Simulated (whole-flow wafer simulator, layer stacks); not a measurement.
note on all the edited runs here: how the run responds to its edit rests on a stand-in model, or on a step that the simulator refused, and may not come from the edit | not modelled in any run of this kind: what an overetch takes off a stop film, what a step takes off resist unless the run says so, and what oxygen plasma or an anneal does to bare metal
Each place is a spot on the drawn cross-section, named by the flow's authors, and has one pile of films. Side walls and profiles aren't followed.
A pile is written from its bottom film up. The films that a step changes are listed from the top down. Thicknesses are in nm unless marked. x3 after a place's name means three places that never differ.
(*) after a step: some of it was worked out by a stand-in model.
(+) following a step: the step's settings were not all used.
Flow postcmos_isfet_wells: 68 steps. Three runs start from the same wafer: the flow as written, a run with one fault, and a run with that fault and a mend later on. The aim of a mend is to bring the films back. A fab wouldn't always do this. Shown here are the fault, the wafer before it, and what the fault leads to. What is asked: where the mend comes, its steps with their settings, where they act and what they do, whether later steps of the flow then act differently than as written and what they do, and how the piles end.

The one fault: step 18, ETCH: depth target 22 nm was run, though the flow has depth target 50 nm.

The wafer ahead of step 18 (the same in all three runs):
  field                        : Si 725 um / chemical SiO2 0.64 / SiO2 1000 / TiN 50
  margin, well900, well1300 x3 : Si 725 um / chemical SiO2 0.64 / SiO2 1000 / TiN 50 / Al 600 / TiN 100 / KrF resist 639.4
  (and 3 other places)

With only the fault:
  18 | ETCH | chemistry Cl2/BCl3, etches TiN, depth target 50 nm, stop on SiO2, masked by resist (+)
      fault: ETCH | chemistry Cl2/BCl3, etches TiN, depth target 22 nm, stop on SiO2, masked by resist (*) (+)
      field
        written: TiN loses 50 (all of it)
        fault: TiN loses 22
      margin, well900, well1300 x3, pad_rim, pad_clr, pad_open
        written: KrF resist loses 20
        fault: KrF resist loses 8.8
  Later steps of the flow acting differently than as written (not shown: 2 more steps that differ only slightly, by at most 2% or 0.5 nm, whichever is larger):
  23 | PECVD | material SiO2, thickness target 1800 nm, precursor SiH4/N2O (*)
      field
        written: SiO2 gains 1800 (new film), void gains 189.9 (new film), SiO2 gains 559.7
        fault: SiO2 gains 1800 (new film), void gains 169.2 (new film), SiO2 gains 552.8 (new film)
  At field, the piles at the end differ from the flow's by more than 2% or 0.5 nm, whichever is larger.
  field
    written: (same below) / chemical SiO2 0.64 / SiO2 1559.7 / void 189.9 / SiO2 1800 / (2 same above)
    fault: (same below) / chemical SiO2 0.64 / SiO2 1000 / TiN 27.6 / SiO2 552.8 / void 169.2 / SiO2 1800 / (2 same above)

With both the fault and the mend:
  The mend stands after step 18.
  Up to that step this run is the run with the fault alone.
  18a | ETCH | chemistry Cl2/BCl3, etches TiN, depth target 28 nm, stop on SiO2, masked by resist (the flow's step 18 again, with other settings)
      margin, well900, well1300 x3, pad_rim, pad_clr, pad_open
        KrF resist loses 11.2
      field
        TiN loses 28 (all of it)
  None of the later steps of the flow acts differently than as written at any place that is followed.
  The piles end the same as the flow's at every place that both follow.
